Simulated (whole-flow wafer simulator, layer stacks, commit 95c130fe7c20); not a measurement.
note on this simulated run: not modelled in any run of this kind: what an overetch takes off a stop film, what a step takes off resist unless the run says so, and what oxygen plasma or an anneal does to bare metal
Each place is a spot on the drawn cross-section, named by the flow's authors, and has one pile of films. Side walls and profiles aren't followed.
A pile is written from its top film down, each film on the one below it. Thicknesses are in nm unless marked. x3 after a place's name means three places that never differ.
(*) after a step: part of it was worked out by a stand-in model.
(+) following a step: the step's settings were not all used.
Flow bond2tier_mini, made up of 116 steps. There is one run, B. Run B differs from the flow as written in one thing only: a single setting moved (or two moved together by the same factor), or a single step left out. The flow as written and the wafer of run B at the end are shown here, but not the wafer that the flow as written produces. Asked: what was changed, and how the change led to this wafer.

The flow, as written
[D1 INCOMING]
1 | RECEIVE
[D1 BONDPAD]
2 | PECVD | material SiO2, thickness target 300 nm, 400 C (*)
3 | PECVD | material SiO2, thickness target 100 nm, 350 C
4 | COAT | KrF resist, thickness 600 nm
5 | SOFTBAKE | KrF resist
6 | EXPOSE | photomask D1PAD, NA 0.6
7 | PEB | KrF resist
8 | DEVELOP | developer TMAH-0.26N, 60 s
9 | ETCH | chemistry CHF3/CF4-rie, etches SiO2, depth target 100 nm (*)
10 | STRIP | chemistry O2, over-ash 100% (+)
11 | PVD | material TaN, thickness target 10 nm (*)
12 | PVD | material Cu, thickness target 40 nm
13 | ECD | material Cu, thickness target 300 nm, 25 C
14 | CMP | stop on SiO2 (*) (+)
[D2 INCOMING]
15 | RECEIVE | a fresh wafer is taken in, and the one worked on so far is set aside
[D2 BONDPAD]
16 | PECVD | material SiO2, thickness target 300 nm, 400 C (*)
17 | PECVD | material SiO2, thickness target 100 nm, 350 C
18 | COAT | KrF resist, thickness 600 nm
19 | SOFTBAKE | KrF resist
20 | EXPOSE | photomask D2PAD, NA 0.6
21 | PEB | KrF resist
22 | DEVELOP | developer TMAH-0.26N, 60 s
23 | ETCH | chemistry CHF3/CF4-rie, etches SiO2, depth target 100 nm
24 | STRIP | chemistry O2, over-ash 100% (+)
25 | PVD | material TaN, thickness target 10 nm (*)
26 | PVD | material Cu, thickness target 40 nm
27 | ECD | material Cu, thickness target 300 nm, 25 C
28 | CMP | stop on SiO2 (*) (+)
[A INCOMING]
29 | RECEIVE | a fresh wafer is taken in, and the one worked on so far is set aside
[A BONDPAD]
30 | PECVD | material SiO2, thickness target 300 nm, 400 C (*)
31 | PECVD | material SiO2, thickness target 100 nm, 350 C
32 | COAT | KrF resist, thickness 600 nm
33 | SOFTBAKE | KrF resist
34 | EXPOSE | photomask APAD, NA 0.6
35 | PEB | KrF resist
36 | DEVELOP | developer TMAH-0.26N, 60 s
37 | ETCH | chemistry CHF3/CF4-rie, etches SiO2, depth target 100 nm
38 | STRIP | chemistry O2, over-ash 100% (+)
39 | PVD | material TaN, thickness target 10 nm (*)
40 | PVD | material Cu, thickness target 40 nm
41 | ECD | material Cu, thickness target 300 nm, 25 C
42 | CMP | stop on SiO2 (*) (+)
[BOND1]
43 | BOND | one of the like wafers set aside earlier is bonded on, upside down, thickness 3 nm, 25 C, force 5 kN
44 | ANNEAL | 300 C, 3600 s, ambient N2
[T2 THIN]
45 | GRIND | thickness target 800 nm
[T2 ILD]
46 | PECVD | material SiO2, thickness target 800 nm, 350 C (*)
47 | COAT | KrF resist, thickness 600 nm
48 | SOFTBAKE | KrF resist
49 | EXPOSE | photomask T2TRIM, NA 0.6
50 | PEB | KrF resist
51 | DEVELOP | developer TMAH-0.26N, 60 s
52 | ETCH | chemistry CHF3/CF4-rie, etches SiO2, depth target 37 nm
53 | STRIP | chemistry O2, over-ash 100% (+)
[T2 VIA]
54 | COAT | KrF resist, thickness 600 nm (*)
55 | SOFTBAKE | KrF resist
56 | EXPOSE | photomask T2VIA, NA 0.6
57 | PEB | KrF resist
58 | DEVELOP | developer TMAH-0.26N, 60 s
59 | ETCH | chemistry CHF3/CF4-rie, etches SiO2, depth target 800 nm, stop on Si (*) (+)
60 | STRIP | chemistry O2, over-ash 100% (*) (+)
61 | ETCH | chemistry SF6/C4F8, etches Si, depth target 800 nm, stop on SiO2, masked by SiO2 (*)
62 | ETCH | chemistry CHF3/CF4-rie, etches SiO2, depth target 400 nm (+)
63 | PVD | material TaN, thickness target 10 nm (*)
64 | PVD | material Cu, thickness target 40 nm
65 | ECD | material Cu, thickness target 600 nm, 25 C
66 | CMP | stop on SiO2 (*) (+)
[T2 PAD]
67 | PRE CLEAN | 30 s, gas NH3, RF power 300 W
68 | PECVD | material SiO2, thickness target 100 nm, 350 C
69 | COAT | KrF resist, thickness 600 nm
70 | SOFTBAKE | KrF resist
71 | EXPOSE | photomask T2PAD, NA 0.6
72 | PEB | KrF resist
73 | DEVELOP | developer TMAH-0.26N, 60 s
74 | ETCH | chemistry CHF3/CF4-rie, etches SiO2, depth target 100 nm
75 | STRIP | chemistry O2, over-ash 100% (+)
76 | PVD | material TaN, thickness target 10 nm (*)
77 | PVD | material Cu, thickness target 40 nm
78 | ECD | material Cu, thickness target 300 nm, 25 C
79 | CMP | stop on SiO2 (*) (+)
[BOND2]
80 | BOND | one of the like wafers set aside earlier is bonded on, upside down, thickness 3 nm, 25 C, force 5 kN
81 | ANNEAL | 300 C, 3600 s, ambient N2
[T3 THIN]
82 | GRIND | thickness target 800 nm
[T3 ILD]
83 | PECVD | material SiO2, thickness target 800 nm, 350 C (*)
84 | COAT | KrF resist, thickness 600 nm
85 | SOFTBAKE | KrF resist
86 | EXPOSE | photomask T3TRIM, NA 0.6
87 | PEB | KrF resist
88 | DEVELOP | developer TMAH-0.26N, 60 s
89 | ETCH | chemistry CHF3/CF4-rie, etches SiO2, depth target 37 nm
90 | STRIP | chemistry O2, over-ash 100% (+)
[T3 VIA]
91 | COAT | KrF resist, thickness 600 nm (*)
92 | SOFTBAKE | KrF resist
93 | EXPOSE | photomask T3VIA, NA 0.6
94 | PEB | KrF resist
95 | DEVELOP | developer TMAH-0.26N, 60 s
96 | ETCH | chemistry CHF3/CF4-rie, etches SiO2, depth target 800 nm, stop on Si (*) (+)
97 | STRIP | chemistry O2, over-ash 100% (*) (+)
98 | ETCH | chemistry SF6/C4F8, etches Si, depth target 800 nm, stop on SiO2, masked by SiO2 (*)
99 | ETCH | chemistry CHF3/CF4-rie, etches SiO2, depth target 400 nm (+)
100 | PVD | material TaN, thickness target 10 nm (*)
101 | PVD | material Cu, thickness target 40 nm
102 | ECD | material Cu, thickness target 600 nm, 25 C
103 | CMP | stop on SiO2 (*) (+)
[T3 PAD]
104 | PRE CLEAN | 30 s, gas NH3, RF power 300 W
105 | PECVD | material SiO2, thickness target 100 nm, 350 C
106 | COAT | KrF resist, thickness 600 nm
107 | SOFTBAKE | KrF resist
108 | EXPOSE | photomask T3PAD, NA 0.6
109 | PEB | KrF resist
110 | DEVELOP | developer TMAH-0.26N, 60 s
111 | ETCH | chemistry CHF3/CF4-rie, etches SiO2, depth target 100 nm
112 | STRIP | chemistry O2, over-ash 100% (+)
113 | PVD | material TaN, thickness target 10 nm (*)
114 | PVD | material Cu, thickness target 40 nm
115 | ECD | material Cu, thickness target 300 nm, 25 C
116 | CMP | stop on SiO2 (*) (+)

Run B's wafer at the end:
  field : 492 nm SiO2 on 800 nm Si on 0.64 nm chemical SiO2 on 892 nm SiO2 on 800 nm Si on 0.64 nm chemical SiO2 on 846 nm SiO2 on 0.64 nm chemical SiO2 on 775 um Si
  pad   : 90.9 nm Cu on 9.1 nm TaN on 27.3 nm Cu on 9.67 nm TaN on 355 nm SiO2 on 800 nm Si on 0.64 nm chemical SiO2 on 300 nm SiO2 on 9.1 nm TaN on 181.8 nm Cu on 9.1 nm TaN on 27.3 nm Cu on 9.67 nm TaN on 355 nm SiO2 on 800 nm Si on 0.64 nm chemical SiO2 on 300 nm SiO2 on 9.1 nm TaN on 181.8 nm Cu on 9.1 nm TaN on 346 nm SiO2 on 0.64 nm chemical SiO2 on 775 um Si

Cause: step 31, PECVD: thickness target 146 nm was run, whereas the flow has thickness target 100 nm.

The path from the change to this, step by step:
  31 | PECVD | material SiO2, thickness target 100 nm, 350 C
      field, pad, via: +146 SiO2 (it would be, as written: +100 SiO2)
